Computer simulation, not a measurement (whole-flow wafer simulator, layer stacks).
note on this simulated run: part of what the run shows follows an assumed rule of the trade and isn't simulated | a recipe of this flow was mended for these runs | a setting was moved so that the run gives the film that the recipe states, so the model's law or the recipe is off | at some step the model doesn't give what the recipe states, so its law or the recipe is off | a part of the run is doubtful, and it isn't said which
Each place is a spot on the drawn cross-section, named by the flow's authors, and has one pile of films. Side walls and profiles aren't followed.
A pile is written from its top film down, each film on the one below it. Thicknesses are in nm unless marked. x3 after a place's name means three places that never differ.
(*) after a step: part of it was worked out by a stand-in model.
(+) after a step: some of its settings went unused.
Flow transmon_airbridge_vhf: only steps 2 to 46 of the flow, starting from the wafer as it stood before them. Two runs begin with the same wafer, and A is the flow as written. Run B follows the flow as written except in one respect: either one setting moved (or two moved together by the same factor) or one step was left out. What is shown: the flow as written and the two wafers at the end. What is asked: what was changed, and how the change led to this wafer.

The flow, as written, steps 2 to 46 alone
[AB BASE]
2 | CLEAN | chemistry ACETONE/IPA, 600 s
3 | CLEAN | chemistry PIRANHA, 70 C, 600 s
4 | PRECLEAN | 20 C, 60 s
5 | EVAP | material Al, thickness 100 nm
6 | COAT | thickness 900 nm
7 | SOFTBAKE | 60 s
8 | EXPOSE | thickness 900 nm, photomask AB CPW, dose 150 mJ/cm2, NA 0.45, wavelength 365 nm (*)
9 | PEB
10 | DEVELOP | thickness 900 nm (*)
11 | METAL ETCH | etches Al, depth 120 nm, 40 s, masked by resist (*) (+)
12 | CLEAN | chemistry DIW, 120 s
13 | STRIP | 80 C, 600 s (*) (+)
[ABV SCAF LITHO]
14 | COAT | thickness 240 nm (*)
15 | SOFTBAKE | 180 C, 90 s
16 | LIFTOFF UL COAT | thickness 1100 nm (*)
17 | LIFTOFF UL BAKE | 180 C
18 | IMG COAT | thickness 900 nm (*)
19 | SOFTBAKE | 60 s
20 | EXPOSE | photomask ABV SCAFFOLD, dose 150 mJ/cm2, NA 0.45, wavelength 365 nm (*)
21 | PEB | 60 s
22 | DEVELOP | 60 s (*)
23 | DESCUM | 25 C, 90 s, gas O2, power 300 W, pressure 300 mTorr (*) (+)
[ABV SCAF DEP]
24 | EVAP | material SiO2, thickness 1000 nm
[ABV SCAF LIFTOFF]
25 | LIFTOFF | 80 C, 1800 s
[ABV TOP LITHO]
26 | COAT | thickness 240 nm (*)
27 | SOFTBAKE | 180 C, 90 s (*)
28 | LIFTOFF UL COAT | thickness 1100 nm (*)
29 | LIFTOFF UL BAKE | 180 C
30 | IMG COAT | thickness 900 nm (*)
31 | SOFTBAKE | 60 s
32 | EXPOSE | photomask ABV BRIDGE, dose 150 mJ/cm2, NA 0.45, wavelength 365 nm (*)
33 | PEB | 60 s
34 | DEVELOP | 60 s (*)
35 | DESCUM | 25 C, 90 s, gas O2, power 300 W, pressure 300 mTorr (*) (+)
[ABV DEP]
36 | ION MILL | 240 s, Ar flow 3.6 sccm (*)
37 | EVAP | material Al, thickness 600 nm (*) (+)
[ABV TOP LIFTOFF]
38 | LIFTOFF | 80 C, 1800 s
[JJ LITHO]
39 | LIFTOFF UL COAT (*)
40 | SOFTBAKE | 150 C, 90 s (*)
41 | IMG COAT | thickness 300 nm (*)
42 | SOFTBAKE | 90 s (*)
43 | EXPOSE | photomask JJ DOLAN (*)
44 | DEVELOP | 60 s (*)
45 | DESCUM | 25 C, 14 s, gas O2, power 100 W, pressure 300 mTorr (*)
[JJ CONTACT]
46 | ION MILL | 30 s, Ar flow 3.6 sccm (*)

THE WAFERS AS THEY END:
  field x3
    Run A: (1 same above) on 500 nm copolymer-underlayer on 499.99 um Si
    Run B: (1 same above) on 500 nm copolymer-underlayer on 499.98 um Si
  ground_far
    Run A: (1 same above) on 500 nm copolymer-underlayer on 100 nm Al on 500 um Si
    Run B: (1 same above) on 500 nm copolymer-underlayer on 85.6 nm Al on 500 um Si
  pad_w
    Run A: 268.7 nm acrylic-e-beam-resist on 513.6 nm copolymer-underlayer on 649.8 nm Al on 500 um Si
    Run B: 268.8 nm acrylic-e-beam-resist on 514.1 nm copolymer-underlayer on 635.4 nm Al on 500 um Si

The reason: step 5, EVAP: thickness 85.6 nm was run, though the flow has thickness 100 nm.
One can read it off the wafer: ground_far has Al 85.6, and step 5 as written asks for 100 nm.

Step by step, how the change led to this:
  5 | EVAP | material Al, thickness 100 nm
      field x3, jj_line, ground_far and 12 more: A +100 Al (new film) | B +85.6 Al (new film)
  11 | METAL ETCH | etches Al, depth 120 nm, 40 s, masked by resist (*) (+)
      field x3, jj_line, gap_w, gap_e: A -86.7 Al (all of it), -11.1 Si | B -72.3 Al (all of it), -15.9 Si
